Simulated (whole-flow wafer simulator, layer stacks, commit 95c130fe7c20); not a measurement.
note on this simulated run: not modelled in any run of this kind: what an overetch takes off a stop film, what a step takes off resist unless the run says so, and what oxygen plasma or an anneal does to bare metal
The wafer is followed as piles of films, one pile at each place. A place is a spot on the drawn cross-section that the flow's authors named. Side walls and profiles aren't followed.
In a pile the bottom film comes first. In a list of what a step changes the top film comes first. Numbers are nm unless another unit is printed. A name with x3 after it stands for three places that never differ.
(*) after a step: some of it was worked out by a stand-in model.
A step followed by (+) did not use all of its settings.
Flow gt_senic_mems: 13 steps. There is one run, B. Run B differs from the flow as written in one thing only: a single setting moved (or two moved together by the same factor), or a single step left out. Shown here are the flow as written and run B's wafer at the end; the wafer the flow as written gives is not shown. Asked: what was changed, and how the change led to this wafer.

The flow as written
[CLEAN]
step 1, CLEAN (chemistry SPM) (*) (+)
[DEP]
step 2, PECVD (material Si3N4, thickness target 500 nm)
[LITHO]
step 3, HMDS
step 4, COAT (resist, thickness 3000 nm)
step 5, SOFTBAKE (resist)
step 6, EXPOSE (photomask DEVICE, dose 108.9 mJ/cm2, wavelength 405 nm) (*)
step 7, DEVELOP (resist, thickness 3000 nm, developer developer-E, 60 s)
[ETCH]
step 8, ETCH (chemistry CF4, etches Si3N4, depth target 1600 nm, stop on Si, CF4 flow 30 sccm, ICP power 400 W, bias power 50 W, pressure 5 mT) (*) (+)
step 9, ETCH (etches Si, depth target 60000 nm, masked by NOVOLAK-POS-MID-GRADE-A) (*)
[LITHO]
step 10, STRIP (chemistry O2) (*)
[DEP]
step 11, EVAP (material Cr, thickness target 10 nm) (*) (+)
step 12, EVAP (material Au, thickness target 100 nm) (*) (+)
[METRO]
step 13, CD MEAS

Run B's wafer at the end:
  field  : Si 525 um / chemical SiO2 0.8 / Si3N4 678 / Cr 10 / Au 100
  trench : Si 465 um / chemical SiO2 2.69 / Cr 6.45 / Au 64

Cause: step 2, PECVD: thickness target 678 nm was run, while the flow as written has thickness target 500 nm.
The wafer lets one read it off: field has Si3N4 678, and step 2 as written asks for 500 nm.

Step by step, how the change led to this:
  step 2, PECVD (material Si3N4, thickness target 500 nm)
      field, trench: +678 Si3N4 (new film) (as written it would have been: +500 Si3N4 (new film))
  step 8, ETCH (chemistry CF4, etches Si3N4, depth target 1600 nm, stop on Si, CF4 flow 30 sccm, ICP power 400 W, bias power 50 W, pressure 5 mT) (*) (+)
      field: -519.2 resist (as written it would have been: -400.5 resist)
      trench: -678 Si3N4 (all of it), -0.8 chemical SiO2 (all of it) (as written it would have been: -500 Si3N4 (all of it), -0.8 chemical SiO2 (all of it))
  step 10, STRIP (chemistry O2) (*)
      field: -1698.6 resist (all of it) (as written it would have been: -1817.3 resist (all of it))
